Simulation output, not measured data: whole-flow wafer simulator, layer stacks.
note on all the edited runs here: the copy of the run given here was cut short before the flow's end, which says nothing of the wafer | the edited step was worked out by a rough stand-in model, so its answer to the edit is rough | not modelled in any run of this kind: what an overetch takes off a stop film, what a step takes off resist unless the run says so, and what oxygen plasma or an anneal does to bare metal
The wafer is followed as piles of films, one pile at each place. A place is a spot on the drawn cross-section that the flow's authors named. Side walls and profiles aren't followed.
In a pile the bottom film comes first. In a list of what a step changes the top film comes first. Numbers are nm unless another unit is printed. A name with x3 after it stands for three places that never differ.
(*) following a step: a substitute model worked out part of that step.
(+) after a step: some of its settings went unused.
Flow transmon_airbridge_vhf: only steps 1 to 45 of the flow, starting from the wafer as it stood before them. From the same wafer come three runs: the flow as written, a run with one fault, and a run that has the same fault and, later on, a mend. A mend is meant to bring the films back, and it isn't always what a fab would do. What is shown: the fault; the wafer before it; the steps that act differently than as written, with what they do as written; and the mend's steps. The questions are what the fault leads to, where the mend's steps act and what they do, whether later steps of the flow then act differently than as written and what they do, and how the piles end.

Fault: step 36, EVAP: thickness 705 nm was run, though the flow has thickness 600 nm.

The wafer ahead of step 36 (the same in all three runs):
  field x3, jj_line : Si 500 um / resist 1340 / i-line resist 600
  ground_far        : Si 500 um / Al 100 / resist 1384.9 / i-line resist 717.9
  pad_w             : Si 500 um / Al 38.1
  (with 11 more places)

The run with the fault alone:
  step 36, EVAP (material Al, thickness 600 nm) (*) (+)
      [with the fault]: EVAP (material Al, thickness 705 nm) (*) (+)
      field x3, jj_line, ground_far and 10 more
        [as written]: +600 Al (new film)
        [with the fault]: +705 Al (new film)
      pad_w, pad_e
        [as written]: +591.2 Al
        [with the fault]: +694.7 Al
  Steps later in the flow that act otherwise than as written:
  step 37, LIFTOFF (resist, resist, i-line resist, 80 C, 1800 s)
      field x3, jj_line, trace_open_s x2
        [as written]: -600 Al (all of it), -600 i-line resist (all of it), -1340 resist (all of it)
        [with the fault]: -705 Al (all of it), -600 i-line resist (all of it), -1340 resist (all of it)
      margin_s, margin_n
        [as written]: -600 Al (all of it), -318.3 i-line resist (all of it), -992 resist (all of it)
        [with the fault]: -705 Al (all of it), -318.3 i-line resist (all of it), -992 resist (all of it)
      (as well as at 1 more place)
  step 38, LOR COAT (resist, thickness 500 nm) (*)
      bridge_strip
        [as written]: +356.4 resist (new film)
        [with the fault]: +346.6 resist (new film)
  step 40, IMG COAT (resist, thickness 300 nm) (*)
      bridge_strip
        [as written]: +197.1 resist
        [with the fault]: +190.8 resist
  At pad_w, flank_w, gap_w, cpw_trace, gap_e, flank_e, pad_e, bridge_strip, the piles at the end differ from the flow's by more than 2% or 0.5 nm, whichever is larger.
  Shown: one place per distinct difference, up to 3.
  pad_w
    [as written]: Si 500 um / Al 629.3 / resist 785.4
    [with the fault]: Si 500 um / Al 732.8 / resist 774
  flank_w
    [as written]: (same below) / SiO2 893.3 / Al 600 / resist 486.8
    [with the fault]: (same below) / SiO2 893.3 / Al 705 / resist 481
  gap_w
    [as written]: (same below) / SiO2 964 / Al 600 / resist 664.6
    [with the fault]: (same below) / SiO2 964 / Al 705 / resist 656.8

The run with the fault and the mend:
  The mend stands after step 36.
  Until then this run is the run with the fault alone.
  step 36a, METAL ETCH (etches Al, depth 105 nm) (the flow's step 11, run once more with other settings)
      field x3, jj_line, ground_far and 12 more
        -105 Al
  Every later step of the flow that is run acts as written, at every place that is followed, to within 2% or 0.5 nm, whichever is larger.
  At the end the piles are close to the flow's at the places that both follow, differing by at most 2% or 0.5 nm, whichever is larger.
